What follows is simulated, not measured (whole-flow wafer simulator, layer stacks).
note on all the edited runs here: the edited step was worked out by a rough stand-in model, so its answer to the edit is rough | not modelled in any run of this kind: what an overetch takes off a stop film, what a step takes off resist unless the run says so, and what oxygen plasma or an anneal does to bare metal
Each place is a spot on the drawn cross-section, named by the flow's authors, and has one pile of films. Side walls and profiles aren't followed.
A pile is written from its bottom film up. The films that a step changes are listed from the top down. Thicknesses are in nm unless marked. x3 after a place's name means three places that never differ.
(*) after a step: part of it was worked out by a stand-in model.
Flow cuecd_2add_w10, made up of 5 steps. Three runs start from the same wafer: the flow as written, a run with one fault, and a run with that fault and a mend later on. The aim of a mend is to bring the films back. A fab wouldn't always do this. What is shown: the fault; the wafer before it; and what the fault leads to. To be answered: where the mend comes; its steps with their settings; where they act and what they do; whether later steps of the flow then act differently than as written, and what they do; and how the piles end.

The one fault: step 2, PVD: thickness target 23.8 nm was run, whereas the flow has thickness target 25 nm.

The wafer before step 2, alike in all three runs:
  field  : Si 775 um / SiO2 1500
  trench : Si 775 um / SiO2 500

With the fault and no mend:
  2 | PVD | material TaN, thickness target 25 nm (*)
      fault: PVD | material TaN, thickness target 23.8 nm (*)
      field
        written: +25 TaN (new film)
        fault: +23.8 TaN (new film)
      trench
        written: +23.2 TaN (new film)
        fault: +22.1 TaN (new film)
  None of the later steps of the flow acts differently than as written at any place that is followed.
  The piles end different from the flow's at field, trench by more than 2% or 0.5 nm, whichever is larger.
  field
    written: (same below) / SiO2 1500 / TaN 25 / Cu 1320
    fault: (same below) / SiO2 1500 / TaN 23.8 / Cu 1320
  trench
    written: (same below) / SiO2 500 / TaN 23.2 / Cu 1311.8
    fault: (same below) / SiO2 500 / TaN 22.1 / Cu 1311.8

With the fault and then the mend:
  The mend stands after step 2.
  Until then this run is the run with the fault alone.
  2a | PVD | material TaN, thickness target 1.2 nm (*) (a further turn of the flow's step 2, with different settings)
      field
        +1.2 TaN
      trench
        +1.11 TaN
  None of the later steps of the flow acts differently than as written at any place that is followed.
  At every place that both follow, the piles at the end match the flow's.
